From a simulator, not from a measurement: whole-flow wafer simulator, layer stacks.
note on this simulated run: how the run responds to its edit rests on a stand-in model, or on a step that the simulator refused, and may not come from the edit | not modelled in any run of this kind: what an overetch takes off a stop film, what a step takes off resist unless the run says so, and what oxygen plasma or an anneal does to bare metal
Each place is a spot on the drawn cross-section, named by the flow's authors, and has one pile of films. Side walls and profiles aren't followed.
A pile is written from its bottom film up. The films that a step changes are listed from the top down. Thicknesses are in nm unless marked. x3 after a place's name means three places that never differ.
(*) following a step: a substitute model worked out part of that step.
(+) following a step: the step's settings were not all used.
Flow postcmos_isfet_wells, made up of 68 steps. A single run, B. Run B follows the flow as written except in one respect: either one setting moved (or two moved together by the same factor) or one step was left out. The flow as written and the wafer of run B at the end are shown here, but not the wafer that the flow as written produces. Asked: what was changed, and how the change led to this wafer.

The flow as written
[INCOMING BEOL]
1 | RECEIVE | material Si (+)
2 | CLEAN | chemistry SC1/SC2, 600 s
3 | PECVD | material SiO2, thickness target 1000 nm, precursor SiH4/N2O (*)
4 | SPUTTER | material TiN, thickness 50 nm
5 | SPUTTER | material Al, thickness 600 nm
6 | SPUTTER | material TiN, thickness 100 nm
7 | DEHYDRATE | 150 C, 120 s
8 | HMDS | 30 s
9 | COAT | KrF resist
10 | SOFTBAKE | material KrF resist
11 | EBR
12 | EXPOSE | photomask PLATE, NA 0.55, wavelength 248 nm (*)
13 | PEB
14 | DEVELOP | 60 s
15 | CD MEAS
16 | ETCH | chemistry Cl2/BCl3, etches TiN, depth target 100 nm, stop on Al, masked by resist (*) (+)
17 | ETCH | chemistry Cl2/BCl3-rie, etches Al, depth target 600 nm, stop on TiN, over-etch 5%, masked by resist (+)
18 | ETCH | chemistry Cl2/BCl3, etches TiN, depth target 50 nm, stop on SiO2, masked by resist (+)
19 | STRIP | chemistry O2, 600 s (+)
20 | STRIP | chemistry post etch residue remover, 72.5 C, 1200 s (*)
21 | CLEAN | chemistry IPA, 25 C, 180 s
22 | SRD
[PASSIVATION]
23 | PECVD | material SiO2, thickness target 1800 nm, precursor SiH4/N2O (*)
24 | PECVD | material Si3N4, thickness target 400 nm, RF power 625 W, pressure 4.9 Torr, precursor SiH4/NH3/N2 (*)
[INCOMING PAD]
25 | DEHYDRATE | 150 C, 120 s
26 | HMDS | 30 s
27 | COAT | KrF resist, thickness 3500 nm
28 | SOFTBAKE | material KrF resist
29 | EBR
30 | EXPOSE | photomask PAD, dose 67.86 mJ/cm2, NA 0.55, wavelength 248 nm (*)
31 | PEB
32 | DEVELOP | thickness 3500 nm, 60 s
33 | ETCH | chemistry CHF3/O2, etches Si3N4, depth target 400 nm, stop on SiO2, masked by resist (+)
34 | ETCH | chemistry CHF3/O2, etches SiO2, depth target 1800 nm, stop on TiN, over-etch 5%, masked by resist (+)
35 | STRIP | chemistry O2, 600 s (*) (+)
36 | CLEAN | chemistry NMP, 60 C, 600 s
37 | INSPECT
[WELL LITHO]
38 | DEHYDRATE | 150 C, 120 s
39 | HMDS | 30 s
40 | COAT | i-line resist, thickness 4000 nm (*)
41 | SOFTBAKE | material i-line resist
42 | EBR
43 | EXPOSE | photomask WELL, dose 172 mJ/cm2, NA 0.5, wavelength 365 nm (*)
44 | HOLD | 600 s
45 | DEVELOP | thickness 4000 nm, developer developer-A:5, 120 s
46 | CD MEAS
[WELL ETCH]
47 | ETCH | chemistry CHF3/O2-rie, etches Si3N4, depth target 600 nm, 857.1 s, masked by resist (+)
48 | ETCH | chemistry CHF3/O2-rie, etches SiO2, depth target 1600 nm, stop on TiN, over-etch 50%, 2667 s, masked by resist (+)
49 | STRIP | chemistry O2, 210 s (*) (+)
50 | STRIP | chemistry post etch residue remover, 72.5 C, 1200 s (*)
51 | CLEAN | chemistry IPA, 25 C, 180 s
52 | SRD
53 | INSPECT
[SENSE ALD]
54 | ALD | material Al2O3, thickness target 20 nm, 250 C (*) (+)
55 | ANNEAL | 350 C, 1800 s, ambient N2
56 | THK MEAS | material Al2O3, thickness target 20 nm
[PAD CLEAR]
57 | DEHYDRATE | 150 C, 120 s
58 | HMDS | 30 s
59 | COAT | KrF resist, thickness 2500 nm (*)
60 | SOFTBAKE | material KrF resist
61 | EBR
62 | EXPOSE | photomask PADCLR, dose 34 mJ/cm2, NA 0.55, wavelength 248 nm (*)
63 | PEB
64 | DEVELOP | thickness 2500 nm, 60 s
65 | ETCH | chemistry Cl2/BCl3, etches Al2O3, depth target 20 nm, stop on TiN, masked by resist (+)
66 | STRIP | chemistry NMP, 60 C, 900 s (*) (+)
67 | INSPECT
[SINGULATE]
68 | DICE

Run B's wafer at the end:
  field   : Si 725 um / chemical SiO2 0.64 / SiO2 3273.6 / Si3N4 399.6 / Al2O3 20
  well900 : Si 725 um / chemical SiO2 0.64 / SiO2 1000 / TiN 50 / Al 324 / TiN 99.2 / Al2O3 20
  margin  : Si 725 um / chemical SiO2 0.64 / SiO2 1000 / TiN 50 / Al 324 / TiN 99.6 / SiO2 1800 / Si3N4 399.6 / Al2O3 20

Cause: step 5, SPUTTER: thickness 324 nm was run, while the flow as written has thickness 600 nm.
The wafer itself shows it: well900 has Al 324, and step 5 as written asks for 600 nm.

Step by step, how the change led to this:
  5 | SPUTTER | material Al, thickness 600 nm
      field, margin, well900, well1300 x3, pad_rim, pad_clr, pad_open: Al gains 324 (new film) (in the flow as written it would be: Al gains 600 (new film))
  17 | ETCH | chemistry Cl2/BCl3-rie, etches Al, depth target 600 nm, stop on TiN, over-etch 5%, masked by resist (+)
      margin, well900, well1300 x3, pad_rim, pad_clr, pad_open: KrF resist loses 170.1 (in the flow as written it would be: KrF resist loses 300)
      field: Al loses 324 (all of it) (in the flow as written it would be: Al loses 600 (all of it))
  19 | STRIP | chemistry O2, 600 s (+)
      margin, well900, well1300 x3, pad_rim, pad_clr, pad_open: KrF resist loses 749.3 (all of it) (in the flow as written it would be: KrF resist loses 619.4 (all of it))
  23 | PECVD | material SiO2, thickness target 1800 nm, precursor SiH4/N2O (*)
      field: SiO2 gains 2273.6 (in the flow as written it would be: SiO2 gains 1800 (new film), void gains 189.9 (new film), SiO2 gains 559.7)
